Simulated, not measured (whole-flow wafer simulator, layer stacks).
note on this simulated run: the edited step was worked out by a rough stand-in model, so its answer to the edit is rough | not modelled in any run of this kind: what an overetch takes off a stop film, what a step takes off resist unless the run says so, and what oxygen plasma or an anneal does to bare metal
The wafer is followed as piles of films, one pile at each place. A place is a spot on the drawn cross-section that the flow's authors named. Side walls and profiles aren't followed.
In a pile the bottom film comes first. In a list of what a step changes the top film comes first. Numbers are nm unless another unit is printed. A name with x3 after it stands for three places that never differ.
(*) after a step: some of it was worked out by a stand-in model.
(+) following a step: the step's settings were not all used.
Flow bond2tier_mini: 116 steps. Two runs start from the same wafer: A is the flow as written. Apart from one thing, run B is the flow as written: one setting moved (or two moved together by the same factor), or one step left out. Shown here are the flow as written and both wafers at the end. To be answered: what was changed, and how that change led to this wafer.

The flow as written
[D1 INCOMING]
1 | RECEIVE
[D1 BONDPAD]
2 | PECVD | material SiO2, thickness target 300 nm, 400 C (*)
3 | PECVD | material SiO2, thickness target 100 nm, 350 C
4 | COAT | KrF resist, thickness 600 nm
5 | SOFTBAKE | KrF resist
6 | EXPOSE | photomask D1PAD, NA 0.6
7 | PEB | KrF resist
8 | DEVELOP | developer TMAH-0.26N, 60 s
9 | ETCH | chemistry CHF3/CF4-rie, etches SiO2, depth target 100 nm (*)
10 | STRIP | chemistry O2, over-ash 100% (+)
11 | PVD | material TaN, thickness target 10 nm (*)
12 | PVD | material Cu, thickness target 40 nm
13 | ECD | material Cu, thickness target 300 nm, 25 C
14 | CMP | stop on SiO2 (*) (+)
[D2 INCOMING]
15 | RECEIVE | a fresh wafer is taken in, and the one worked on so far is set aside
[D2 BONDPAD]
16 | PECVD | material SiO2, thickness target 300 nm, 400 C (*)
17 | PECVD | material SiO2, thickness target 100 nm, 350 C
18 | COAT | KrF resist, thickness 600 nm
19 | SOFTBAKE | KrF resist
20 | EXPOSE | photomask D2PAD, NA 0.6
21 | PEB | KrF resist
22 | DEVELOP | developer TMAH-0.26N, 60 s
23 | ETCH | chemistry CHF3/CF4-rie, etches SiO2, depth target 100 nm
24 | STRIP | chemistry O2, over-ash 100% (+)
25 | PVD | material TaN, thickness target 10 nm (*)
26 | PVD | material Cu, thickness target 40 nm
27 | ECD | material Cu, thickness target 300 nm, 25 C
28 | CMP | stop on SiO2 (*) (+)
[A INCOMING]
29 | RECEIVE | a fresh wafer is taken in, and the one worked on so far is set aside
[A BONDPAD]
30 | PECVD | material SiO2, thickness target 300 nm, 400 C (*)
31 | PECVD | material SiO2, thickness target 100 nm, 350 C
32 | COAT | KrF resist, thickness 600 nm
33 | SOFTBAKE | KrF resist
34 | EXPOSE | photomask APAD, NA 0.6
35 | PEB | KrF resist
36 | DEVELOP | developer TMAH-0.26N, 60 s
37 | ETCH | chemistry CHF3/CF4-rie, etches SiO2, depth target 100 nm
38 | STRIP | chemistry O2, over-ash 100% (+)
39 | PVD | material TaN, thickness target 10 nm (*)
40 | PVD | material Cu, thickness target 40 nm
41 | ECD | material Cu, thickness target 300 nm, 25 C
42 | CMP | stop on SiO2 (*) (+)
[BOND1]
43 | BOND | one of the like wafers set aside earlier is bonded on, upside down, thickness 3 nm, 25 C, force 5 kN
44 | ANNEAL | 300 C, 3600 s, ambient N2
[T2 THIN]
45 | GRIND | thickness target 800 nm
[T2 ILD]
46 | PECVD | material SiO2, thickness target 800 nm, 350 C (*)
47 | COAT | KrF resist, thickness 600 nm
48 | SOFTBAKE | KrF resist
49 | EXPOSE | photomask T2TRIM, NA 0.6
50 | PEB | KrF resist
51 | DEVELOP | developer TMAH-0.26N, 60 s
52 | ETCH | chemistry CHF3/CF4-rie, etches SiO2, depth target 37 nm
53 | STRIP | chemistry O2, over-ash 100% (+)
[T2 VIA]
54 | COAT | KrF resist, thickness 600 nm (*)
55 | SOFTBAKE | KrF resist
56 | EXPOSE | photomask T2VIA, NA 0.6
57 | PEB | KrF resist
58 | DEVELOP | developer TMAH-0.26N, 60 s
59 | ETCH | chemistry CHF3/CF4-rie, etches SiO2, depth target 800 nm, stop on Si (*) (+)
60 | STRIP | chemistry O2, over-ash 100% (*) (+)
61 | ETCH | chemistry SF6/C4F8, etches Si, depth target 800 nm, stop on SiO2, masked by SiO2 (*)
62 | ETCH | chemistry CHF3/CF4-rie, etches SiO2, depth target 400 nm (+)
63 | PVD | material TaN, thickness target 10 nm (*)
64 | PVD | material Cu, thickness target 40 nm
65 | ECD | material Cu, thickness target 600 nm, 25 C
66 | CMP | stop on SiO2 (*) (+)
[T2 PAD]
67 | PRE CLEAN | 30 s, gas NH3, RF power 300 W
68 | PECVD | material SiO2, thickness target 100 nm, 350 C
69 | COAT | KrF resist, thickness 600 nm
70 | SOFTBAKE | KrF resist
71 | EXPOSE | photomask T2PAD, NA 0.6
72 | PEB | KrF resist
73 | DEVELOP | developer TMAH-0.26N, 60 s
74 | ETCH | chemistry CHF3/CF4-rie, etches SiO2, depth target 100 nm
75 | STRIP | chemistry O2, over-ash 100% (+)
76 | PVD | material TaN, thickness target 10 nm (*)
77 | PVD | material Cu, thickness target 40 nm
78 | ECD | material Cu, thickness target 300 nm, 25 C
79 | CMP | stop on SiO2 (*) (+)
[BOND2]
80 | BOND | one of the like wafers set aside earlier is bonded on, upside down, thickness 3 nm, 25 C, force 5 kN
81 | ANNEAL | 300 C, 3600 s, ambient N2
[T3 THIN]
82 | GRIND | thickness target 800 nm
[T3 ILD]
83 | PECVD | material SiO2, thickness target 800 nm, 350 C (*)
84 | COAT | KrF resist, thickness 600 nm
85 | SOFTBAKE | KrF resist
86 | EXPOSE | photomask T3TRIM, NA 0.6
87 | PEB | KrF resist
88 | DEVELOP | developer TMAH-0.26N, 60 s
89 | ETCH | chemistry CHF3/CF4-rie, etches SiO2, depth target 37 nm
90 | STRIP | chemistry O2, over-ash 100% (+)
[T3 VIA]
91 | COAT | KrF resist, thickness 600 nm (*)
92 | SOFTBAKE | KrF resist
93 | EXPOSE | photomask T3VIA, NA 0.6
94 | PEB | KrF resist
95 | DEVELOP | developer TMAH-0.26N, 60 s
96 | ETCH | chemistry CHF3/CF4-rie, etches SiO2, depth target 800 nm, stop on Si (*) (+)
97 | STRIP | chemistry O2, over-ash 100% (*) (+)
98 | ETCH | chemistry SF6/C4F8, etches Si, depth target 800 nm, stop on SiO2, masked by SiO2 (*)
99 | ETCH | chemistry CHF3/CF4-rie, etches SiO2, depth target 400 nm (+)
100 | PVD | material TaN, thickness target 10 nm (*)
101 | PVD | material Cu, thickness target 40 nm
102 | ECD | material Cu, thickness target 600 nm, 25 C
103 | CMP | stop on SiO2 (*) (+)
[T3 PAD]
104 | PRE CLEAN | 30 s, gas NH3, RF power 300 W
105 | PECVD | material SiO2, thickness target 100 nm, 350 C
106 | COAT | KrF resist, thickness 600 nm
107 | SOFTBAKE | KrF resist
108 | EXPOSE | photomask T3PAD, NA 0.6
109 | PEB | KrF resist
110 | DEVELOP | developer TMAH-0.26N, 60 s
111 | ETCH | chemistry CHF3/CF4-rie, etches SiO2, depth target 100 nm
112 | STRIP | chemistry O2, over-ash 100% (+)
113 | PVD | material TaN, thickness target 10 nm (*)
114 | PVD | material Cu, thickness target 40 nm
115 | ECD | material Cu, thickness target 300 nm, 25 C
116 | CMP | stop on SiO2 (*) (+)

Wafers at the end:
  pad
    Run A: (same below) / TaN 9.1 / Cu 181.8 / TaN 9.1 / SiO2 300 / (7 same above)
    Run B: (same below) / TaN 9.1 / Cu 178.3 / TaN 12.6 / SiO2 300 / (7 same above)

Cause: step 25, PVD: thickness target 13.8 nm was run, though the flow has thickness target 10 nm.

How this came from the change, step by step:
  25 | PVD | material TaN, thickness target 10 nm (*)
      field: A TaN gains 10 (new film) | B TaN gains 13.8 (new film)
      pad: A TaN gains 9.1 (new film) | B TaN gains 12.6 (new film)
      (and at 1 other place as well)
  28 | CMP | stop on SiO2 (*) (+)
      field: A Cu loses 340 (all of it), TaN loses 10 (all of it) | B Cu loses 340 (all of it), TaN loses 13.8 (all of it)
  80 | BOND | one of the like wafers set aside earlier is bonded on, upside down, thickness 3 nm, 25 C, force 5 kN
      pad: A Si gains 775 um (new film), chemical SiO2 gains 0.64 (new film), SiO2 gains 300 (new film), TaN gains 9.1 (new film), Cu gains 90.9 | B Si gains 775 um (new film), chemical SiO2 gains 0.64 (new film), SiO2 gains 300 (new film), TaN gains 12.6 (new film), Cu gains 87.4
